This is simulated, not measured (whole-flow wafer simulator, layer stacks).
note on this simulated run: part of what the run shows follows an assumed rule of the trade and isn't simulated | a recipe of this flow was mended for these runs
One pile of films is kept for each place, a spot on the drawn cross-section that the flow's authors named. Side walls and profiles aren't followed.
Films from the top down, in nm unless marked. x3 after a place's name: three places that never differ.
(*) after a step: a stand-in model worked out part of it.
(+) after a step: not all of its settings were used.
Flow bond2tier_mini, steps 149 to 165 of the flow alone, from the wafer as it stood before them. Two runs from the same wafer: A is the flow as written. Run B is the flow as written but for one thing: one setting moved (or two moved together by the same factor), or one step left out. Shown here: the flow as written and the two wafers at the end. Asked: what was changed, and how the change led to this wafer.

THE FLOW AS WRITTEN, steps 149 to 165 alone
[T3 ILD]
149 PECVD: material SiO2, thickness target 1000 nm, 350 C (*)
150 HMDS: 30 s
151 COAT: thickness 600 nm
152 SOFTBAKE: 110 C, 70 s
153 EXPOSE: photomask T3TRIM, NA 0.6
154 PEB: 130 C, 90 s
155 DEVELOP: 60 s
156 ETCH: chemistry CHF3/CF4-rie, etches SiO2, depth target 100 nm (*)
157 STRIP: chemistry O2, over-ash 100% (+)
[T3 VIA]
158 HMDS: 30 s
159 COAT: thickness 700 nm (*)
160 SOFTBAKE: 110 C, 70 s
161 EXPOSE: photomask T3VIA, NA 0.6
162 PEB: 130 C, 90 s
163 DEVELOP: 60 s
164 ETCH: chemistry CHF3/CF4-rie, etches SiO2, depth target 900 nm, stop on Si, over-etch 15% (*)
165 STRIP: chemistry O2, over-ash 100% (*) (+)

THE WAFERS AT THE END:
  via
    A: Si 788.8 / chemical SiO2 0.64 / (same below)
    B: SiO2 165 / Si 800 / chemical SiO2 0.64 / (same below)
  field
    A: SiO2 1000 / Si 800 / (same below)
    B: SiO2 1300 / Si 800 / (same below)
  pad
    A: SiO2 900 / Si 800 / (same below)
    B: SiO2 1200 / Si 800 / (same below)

The cause: step 149, PECVD: thickness target 1300 nm was run, where the flow has thickness target 1000 nm.
It can be read off the wafer: field has SiO2 1300, and step 149 as written asks for 1000 nm.

How the change led to this, step by step:
  149 PECVD: material SiO2, thickness target 1000 nm, 350 C (*)
      field, pad, via: A SiO2 +1000 (new film) | B SiO2 +1300 (new film)
  164 ETCH: chemistry CHF3/CF4-rie, etches SiO2, depth target 900 nm, stop on Si, over-etch 15% (*)
      via: A SiO2 -900 (all of it), Si -11.2 | B SiO2 -1035
